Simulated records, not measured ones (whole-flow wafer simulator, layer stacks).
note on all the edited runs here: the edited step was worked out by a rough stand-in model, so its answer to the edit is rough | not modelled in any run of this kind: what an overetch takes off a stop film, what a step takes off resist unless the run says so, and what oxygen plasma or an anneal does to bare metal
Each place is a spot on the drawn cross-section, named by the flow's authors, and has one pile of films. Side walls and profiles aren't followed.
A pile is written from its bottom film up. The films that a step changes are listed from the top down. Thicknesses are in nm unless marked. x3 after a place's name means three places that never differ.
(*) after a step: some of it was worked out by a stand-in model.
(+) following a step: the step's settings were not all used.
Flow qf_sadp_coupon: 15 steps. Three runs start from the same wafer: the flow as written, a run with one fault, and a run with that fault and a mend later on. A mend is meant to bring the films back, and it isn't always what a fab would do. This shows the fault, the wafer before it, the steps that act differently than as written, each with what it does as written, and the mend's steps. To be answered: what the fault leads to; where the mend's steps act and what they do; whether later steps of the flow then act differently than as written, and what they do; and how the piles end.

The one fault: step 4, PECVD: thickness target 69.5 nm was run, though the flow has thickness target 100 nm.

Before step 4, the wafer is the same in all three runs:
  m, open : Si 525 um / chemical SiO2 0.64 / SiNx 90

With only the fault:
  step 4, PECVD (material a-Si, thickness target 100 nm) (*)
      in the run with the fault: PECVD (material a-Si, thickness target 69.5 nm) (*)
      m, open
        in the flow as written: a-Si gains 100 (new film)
        in the run with the fault: a-Si gains 69.5 (new film)
  Steps later in the flow that act otherwise than as written:
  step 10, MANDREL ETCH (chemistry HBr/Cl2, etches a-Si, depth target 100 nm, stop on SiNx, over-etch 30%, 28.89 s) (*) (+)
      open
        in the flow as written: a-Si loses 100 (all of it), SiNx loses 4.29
        in the run with the fault: a-Si loses 69.5 (all of it), SiNx loses 8.64
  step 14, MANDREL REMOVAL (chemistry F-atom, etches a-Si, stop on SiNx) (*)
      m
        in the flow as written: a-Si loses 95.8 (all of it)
        in the run with the fault: a-Si loses 65.3 (all of it)
  The piles end different from the flow's at open by more than 2% or 0.5 nm, whichever is larger.
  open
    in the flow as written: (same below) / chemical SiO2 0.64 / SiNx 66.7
    in the run with the fault: (same below) / chemical SiO2 0.64 / SiNx 62.3

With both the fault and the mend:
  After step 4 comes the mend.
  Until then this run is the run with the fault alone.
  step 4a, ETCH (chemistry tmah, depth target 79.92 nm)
      m, open
        a-Si loses 69.5 (all of it)
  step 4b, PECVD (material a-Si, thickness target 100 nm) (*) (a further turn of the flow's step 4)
      m, open
        a-Si gains 100 (new film)
  Later steps of the flow that are run all act as written at every place that is followed.
  At every place that both follow, the piles at the end match the flow's.
